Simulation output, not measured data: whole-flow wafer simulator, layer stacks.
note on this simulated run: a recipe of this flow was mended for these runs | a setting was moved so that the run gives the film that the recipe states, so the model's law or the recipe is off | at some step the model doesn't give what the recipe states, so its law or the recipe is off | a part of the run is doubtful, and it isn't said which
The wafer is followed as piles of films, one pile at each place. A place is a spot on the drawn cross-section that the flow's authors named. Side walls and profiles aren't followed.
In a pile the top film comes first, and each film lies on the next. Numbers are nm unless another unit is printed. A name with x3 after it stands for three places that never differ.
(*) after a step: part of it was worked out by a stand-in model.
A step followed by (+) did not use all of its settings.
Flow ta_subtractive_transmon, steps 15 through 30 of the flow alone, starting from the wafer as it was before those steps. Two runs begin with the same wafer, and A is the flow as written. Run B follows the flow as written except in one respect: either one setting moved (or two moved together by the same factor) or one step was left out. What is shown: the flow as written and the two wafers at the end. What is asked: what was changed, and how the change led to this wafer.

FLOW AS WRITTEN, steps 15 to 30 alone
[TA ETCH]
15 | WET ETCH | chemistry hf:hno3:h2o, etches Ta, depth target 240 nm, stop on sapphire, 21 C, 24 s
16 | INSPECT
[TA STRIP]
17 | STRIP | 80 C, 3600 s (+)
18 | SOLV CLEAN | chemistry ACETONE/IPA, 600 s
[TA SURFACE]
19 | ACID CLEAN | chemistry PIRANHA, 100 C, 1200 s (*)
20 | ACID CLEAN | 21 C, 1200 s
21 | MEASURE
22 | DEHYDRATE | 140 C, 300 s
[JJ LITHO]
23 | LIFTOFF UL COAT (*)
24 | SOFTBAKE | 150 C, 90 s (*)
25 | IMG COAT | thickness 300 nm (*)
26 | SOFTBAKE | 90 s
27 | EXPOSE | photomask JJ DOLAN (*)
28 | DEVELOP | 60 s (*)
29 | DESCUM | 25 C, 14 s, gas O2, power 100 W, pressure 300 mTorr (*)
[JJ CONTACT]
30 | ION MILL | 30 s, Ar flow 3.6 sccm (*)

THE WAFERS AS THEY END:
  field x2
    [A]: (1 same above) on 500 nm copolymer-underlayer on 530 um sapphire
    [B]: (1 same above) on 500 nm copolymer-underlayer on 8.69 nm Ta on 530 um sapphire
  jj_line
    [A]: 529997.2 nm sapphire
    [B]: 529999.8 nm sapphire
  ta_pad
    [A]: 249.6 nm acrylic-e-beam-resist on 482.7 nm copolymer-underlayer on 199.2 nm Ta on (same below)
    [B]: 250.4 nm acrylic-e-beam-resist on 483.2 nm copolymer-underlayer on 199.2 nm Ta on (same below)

Cause: step 15, WET ETCH: 19.05 s was run, whereas the flow has 24 s.

The path from the change to this, step by step:
  15 | WET ETCH | chemistry hf:hno3:h2o, etches Ta, depth target 240 nm, stop on sapphire, 21 C, 24 s
      field x2, jj_line, lead: A Ta loses 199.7 (all of it) | B Ta loses 190.5
  30 | ION MILL | 30 s, Ar flow 3.6 sccm (*)
      jj_line, lead: A sapphire loses 2.8 | B Ta loses 8.69 (all of it), sapphire loses 0.22
If metal films that touch count as one body, field x2 has 1 body; the flow as written gives 0 bodies.
